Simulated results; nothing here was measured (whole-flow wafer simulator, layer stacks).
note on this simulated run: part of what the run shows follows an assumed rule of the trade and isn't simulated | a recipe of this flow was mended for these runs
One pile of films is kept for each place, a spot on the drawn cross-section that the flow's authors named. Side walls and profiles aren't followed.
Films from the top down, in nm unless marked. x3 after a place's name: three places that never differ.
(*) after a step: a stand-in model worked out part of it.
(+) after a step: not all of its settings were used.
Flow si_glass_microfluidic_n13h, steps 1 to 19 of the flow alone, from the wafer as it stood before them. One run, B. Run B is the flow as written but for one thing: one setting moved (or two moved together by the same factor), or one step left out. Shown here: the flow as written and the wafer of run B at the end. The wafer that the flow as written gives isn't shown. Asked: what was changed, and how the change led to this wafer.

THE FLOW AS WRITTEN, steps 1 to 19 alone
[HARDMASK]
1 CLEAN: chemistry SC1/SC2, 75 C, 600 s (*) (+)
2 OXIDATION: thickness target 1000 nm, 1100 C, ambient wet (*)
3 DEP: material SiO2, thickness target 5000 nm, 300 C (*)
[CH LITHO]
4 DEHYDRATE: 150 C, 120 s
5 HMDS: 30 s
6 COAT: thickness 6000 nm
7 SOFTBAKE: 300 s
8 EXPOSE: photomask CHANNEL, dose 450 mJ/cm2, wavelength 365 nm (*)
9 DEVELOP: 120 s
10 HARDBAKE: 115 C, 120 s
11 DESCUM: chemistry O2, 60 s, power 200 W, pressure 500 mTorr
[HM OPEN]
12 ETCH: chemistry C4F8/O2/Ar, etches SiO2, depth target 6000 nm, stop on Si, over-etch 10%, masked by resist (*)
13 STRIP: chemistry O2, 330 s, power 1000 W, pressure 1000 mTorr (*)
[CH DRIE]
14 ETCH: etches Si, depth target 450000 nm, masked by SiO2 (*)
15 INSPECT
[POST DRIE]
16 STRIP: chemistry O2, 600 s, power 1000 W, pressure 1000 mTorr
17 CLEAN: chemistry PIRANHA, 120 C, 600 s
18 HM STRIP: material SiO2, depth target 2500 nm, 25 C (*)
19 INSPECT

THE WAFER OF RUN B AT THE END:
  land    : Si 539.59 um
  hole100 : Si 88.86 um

The cause: step 2, OXIDATION: thickness target 925 nm was run, where the flow has thickness target 1000 nm.

How the change led to this, step by step:
  2 OXIDATION: thickness target 1000 nm, 1100 C, ambient wet (*)
      land, hole100: SiO2 +925 (new film), chemical SiO2 -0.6 (all of it), Si -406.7 (as written it would be: SiO2 +1000 (new film), chemical SiO2 -0.6 (all of it), Si -439.7)
  12 ETCH: chemistry C4F8/O2/Ar, etches SiO2, depth target 6000 nm, stop on Si, over-etch 10%, masked by resist (*)
      hole100: SiO2 -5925 (all of it), Si -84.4 (as written it would be: SiO2 -6000 (all of it), Si -75)
  18 HM STRIP: material SiO2, depth target 2500 nm, 25 C (*)
      land: SiO2 -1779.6 (all of it) (as written it would be: SiO2 -1854.4 (all of it))
